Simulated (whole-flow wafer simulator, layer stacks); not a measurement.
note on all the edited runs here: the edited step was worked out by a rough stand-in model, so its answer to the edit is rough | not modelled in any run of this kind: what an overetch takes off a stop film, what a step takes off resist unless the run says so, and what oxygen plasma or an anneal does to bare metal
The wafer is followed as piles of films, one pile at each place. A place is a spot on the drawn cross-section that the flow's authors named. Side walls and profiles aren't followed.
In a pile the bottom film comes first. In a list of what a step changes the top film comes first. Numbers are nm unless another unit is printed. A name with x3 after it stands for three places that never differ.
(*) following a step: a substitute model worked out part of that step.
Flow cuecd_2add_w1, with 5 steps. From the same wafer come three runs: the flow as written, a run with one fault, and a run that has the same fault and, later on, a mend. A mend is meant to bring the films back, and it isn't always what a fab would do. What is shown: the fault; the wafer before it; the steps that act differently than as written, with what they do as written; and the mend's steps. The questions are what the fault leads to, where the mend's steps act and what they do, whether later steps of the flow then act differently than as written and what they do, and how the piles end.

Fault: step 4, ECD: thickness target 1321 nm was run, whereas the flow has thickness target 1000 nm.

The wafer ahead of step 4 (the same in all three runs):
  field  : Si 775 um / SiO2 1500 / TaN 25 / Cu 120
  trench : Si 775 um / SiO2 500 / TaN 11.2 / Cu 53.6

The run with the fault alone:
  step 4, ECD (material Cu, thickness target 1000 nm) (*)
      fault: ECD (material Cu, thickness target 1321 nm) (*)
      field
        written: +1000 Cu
        fault: +1321 Cu
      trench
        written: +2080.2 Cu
        fault: +2401.2 Cu
  Later steps of the flow that are run all act as written at every place that is followed.
  At field, trench, the piles at the end differ from the flow's by more than 2% or 0.5 nm, whichever is larger.
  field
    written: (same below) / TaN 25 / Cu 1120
    fault: (same below) / TaN 25 / Cu 1441
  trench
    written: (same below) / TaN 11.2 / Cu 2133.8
    fault: (same below) / TaN 11.2 / Cu 2454.8

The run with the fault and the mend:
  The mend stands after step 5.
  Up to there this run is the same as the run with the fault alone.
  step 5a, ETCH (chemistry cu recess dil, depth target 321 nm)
      field, trench
        -321 Cu
  Later steps of the flow that are run all act as written at every place that is followed.
  At every place that both follow, the piles at the end match the flow's.
